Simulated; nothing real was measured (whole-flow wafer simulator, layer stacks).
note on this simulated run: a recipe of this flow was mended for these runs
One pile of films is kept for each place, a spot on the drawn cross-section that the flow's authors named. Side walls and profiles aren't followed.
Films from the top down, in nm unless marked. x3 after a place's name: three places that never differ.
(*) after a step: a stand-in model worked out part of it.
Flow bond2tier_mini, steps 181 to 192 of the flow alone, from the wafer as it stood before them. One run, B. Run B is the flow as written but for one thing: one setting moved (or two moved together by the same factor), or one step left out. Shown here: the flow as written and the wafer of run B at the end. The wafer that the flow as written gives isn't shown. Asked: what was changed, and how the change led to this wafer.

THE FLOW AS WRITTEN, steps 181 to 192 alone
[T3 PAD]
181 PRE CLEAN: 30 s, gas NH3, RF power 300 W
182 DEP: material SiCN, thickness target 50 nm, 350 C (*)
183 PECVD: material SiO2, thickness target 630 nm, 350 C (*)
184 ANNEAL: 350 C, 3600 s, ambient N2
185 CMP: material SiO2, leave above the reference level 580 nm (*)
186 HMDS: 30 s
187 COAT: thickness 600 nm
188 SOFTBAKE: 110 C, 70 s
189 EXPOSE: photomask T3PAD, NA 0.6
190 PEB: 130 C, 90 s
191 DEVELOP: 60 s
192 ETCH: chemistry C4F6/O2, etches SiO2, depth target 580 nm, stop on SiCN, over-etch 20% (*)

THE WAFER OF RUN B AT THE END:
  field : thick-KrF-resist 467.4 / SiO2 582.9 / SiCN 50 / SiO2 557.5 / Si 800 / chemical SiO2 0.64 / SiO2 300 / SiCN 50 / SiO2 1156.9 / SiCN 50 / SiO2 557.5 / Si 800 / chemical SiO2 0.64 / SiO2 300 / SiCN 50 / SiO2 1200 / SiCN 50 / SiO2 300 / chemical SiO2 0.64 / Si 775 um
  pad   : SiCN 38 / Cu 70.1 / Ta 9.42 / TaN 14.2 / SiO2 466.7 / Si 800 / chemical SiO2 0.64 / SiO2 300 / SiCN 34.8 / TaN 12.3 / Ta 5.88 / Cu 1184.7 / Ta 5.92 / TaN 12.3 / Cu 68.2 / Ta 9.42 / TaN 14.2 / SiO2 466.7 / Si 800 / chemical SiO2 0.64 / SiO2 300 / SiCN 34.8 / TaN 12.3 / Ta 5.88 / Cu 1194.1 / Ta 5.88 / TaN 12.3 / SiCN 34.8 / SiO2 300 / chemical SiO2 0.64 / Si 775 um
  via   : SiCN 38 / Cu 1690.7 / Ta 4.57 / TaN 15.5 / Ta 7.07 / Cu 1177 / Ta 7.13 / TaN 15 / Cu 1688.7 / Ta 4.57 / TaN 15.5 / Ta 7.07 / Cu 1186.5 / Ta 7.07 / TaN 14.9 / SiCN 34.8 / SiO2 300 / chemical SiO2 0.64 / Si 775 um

The cause: step 192, ETCH: over-etch 12.3% was run, where the flow has over-etch 20%.

How the change led to this, step by step:
  192 ETCH: chemistry C4F6/O2, etches SiO2, depth target 580 nm, stop on SiCN, over-etch 20% (*)
      pad, via: SiO2 -580 (all of it), SiCN -12 (as written it would be: SiO2 -580 (all of it), SiCN -19.6)
      field: thick-KrF-resist -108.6 (as written it would be: thick-KrF-resist -116)
